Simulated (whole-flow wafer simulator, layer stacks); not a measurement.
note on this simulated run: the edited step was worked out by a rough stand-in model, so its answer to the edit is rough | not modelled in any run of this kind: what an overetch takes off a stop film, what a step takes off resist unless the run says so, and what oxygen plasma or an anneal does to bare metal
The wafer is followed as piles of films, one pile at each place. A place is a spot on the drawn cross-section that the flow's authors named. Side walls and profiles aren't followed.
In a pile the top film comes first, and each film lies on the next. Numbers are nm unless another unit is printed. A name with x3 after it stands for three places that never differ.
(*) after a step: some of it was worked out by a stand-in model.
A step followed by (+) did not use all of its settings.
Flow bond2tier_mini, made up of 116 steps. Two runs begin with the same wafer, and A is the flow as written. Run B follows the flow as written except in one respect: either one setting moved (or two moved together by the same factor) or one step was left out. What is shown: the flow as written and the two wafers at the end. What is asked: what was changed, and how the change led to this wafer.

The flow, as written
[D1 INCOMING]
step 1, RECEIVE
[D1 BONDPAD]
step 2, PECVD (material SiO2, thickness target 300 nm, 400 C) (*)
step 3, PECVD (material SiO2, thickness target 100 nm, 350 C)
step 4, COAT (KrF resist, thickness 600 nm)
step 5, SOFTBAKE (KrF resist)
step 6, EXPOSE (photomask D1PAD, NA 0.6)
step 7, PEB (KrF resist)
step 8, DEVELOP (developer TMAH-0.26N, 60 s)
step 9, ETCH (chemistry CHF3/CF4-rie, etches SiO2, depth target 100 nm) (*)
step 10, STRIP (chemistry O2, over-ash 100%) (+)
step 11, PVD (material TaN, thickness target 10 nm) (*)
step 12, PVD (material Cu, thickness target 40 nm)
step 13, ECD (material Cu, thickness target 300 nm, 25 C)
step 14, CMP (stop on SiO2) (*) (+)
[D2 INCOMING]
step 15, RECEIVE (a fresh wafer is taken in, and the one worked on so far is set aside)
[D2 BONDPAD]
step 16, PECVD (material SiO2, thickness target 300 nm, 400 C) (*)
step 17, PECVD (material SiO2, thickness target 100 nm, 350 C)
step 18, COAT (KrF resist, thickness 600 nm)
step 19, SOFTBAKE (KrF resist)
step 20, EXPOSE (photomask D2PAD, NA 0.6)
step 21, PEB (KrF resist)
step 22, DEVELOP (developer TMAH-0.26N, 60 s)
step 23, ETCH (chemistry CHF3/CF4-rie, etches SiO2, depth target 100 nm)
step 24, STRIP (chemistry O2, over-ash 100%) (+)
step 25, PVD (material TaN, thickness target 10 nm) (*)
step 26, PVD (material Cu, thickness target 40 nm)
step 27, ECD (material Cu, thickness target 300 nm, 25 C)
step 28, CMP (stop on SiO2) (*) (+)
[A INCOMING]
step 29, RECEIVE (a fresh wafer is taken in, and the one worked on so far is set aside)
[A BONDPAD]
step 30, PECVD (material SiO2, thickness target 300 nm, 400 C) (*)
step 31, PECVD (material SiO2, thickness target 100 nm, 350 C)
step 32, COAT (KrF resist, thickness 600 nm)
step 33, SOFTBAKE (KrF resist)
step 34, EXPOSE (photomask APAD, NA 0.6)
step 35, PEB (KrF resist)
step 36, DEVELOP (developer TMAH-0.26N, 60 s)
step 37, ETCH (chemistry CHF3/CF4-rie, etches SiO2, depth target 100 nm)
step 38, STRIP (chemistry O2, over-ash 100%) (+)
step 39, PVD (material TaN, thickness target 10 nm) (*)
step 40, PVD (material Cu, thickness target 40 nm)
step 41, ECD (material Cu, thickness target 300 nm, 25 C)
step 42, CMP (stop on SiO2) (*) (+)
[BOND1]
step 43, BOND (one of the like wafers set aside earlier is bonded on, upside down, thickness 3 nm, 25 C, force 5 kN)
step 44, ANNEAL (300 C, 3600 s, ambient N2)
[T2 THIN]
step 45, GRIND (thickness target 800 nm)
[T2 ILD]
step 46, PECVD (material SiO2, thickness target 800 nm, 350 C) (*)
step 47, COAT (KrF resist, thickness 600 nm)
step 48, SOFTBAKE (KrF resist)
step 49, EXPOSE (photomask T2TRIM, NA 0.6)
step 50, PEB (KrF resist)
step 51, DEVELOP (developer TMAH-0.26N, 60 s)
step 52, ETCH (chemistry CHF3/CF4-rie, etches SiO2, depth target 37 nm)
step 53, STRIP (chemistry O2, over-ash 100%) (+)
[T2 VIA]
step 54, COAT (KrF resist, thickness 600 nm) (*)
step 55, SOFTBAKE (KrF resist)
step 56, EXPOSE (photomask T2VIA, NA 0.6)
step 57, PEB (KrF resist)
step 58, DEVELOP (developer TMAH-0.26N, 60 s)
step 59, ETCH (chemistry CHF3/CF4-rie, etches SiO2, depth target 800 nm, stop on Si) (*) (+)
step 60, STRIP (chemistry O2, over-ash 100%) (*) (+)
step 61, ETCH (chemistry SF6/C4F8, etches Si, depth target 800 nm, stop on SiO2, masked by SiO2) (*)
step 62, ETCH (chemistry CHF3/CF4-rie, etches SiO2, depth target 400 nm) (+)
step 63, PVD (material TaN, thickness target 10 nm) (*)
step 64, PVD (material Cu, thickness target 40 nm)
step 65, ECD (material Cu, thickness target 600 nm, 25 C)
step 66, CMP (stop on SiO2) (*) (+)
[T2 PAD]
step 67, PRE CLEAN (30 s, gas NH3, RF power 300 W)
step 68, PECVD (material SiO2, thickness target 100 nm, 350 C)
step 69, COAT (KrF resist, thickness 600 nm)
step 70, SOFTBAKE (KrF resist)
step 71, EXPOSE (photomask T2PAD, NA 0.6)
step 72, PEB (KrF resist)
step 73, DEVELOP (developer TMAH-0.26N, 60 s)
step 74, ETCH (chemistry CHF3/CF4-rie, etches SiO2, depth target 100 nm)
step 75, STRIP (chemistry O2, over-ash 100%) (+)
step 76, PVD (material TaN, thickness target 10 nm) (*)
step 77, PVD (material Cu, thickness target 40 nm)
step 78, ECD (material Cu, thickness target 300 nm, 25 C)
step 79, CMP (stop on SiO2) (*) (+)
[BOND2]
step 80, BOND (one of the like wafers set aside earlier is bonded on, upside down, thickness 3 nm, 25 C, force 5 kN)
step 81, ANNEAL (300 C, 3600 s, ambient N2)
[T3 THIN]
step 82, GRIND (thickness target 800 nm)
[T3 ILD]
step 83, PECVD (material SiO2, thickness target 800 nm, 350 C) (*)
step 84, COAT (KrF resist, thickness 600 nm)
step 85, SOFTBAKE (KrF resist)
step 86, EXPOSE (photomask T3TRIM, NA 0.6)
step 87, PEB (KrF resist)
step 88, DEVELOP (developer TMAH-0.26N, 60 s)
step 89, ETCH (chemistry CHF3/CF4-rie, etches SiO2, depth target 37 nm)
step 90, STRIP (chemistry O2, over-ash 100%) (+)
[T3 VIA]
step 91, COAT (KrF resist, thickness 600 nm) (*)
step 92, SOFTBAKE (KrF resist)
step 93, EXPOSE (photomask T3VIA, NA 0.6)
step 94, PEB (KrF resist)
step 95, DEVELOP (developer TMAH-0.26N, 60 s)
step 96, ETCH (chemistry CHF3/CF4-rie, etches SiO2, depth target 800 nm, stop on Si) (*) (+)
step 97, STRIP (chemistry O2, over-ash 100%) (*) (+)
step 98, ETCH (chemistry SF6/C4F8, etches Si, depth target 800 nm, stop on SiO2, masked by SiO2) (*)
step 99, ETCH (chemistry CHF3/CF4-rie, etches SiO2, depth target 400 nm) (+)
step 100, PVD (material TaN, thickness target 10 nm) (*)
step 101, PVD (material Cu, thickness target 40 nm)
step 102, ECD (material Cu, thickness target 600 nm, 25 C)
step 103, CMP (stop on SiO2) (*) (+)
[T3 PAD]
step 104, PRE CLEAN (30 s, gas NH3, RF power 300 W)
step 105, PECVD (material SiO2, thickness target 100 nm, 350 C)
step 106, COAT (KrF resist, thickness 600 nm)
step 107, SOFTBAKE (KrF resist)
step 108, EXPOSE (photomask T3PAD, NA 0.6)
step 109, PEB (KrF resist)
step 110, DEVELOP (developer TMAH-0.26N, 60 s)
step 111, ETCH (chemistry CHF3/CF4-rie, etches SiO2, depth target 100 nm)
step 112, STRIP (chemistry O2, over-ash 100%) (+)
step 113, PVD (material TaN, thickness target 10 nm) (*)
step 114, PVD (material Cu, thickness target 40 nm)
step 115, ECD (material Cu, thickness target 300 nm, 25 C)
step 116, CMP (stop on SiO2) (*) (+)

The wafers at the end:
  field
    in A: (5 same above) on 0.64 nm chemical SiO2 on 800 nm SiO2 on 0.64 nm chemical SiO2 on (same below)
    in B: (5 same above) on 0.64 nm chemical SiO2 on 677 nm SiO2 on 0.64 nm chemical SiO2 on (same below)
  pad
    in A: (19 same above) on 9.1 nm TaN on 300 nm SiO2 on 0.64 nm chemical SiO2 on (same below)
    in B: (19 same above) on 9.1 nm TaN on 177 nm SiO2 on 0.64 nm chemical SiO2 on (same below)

The reason: step 30, PECVD: thickness target 177 nm was run, though the flow has thickness target 300 nm.
One can read it off the wafer: pad has SiO2 177, and step 30 as written asks for 300 nm.

How this came from the change, step by step:
  step 30, PECVD (material SiO2, thickness target 300 nm, 400 C) (*)
      field, pad, via: A +300 SiO2 (new film) | B +177 SiO2 (new film)
